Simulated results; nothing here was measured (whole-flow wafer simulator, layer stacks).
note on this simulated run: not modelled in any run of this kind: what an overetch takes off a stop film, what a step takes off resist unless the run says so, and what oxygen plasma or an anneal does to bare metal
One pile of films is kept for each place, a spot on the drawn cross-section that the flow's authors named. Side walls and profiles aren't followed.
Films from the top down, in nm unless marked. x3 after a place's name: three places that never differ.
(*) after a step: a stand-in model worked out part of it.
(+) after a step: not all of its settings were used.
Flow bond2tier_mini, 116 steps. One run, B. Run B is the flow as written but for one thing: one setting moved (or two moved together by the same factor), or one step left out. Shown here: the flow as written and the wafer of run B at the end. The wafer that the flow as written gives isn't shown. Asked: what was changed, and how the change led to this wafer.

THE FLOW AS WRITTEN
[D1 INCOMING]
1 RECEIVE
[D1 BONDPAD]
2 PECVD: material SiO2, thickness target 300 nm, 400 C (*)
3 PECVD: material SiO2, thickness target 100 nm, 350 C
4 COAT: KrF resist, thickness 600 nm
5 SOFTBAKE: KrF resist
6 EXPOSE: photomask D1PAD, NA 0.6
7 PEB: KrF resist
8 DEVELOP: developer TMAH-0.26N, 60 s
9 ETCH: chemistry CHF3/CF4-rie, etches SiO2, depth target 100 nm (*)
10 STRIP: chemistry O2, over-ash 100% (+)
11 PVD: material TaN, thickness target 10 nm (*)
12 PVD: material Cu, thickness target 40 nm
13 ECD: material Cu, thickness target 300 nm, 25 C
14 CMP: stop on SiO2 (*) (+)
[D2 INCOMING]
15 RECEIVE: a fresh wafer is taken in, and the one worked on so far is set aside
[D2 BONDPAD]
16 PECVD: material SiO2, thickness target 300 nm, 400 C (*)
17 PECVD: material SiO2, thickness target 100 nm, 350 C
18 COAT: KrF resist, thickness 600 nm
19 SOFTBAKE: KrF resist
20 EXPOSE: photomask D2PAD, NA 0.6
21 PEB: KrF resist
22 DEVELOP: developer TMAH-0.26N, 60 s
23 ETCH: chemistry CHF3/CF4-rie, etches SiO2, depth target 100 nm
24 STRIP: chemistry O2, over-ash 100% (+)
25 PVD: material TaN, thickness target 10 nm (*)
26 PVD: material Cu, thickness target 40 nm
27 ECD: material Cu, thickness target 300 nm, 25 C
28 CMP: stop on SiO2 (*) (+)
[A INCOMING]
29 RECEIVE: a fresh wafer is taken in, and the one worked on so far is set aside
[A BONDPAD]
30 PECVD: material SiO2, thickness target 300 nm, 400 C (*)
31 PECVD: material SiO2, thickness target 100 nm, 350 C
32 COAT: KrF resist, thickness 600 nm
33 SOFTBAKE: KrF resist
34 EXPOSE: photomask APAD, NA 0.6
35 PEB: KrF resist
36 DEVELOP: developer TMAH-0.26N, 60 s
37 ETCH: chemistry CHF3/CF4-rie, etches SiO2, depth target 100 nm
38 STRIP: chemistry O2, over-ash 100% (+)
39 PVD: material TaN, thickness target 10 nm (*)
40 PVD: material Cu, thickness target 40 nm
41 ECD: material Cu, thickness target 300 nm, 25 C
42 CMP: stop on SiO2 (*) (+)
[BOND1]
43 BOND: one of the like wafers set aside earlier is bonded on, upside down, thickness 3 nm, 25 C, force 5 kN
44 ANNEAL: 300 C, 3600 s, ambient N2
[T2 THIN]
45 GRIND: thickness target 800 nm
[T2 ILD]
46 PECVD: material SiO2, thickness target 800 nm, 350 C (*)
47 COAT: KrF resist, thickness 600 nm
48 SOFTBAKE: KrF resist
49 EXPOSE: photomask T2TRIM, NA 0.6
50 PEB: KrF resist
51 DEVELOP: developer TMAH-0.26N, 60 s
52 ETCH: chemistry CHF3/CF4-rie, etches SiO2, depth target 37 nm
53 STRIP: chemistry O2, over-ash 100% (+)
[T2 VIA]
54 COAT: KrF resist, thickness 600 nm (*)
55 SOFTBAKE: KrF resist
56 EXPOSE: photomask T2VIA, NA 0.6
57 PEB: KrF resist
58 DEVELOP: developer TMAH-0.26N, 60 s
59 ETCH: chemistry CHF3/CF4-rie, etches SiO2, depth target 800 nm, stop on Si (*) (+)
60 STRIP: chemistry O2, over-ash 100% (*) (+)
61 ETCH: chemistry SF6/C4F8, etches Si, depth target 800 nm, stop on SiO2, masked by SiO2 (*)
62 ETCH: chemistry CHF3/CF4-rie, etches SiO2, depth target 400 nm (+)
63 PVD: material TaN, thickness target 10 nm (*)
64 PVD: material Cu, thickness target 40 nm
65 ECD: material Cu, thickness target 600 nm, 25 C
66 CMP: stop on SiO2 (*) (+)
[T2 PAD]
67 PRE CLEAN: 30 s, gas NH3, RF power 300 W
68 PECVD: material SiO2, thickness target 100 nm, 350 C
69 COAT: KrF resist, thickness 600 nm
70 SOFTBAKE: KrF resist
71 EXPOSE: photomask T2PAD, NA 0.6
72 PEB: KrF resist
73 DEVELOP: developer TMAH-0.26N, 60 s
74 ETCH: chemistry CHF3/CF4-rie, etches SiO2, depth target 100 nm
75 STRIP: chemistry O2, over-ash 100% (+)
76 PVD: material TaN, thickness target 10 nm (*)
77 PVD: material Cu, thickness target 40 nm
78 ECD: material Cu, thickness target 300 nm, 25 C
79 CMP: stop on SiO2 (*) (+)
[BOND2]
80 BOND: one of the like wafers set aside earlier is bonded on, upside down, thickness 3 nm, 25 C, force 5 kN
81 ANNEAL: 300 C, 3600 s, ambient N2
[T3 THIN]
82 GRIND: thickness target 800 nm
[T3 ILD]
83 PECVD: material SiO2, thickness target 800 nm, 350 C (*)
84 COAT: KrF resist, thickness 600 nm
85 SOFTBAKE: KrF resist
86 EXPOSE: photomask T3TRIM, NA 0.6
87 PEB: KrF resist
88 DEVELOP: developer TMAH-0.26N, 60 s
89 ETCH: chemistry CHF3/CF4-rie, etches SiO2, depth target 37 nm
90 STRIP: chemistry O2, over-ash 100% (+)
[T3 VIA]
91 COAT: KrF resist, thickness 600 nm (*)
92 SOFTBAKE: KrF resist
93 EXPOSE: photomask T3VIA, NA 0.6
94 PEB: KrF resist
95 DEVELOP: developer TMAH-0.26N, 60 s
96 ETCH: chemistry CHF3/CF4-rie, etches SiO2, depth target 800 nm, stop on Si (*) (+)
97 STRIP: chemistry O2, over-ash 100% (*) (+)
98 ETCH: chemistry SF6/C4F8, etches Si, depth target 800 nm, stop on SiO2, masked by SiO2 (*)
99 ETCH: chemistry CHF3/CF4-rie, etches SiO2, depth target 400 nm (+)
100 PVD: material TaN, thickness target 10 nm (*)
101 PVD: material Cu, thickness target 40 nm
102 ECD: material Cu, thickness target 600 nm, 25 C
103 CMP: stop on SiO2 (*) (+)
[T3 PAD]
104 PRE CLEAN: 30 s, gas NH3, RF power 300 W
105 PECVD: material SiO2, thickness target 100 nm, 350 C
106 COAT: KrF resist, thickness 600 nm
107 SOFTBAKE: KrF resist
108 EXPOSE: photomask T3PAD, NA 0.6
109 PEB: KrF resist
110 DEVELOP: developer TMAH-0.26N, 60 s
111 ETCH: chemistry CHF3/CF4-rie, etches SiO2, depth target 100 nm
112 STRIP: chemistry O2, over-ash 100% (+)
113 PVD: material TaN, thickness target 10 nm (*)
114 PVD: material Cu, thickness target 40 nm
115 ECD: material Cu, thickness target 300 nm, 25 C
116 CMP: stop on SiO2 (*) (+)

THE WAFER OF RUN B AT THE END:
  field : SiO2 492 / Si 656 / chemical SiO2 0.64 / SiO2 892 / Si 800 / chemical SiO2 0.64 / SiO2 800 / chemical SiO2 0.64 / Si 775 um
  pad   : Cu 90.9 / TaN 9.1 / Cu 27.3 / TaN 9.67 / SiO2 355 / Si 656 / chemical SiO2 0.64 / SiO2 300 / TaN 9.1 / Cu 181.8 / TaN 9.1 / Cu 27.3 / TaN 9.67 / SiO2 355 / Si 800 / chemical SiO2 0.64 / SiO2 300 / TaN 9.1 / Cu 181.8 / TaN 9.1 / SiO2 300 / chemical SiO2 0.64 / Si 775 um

The cause: step 82, GRIND: thickness target 656 nm was run, where the flow has thickness target 800 nm.
It can be read off the wafer: field has Si 656, and step 82 as written asks for 800 nm.

How the change led to this, step by step:
  82 GRIND: thickness target 800 nm
      field, pad: Si -774.34 um (as written it would be: Si -774.2 um)
